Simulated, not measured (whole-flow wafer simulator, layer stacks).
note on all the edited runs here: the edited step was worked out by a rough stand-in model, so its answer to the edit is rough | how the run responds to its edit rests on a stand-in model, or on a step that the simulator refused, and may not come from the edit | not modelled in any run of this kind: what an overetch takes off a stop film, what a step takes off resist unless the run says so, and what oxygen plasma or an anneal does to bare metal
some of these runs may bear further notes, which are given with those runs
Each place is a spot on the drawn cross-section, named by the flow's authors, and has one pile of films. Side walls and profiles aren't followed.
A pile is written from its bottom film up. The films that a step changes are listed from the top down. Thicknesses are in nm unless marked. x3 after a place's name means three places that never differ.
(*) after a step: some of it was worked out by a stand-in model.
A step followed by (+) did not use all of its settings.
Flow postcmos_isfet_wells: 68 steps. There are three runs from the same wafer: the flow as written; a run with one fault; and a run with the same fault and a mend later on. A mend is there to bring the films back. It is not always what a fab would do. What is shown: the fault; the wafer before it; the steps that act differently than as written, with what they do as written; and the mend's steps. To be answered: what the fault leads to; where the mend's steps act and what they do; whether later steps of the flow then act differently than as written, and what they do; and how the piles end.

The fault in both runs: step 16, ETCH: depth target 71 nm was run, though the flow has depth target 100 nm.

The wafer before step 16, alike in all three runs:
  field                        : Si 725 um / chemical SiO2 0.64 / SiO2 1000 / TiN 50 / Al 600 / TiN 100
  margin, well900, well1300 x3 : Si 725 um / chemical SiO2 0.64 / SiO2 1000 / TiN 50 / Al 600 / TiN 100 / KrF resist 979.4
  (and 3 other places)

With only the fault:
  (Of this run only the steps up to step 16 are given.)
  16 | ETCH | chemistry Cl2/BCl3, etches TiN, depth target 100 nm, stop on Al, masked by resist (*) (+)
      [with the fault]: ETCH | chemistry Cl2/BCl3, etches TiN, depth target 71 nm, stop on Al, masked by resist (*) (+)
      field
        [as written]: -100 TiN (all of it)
        [with the fault]: -71 TiN
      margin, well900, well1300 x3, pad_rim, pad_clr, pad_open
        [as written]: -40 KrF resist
        [with the fault]: -28.4 KrF resist
  Once step 16 is done, the piles at field depart from the flow's by more than 2% or 0.5 nm, whichever is larger.
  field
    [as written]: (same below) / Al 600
    [with the fault]: (same below) / Al 600 / TiN 29

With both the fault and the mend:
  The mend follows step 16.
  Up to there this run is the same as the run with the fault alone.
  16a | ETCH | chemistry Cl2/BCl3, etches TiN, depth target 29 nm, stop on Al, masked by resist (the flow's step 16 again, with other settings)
      margin, well900, well1300 x3, pad_rim, pad_clr, pad_open
        -11.6 KrF resist
      field
        -29 TiN (all of it)
  Every later step of the flow that is run acts as written at every place that is followed.
  The piles end the same as the flow's at every place that both follow.
